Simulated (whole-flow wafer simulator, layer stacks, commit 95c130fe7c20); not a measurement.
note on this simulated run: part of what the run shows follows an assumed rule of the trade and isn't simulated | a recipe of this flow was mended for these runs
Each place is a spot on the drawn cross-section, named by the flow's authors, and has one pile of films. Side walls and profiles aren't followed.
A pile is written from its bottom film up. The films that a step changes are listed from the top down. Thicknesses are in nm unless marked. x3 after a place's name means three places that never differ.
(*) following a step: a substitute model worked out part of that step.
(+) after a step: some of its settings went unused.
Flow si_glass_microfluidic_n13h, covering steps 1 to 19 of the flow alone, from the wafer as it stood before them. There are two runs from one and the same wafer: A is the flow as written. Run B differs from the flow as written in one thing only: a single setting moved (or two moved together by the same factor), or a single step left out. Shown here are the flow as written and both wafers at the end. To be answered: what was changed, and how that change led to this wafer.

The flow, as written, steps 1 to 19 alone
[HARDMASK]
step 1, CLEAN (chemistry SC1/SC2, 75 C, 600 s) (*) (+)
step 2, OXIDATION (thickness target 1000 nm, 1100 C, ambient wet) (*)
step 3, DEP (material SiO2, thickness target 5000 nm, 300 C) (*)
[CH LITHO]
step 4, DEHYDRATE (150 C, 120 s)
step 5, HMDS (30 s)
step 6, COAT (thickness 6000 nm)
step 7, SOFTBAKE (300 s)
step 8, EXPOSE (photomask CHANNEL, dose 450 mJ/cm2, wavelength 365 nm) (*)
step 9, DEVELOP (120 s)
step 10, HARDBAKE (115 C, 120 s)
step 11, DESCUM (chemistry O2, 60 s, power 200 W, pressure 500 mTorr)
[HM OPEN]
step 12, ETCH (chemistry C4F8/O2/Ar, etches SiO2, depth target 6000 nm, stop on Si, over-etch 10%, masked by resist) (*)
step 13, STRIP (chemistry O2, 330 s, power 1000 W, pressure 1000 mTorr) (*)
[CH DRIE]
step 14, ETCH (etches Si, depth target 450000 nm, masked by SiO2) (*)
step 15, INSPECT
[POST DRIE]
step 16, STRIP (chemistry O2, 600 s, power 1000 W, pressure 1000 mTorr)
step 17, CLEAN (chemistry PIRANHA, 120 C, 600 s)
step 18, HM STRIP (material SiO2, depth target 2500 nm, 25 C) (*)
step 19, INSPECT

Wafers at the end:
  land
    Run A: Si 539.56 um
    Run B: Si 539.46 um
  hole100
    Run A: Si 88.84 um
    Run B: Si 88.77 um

What caused this: step 2, OXIDATION: thickness target 1216 nm was run, whereas the flow has thickness target 1000 nm.

Step by step, how the change led to this:
  step 2, OXIDATION (thickness target 1000 nm, 1100 C, ambient wet) (*)
      land, hole100: A +1000 SiO2 (new film), -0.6 chemical SiO2 (all of it), -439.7 Si | B +1216 SiO2 (new film), -0.6 chemical SiO2 (all of it), -534.8 Si
  step 12, ETCH (chemistry C4F8/O2/Ar, etches SiO2, depth target 6000 nm, stop on Si, over-etch 10%, masked by resist) (*)
      hole100: A -6000 SiO2 (all of it), -75 Si | B -6216 SiO2 (all of it), -48 Si
  step 18, HM STRIP (material SiO2, depth target 2500 nm, 25 C) (*)
      land: A -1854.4 SiO2 (all of it) | B -2069.9 SiO2 (all of it)
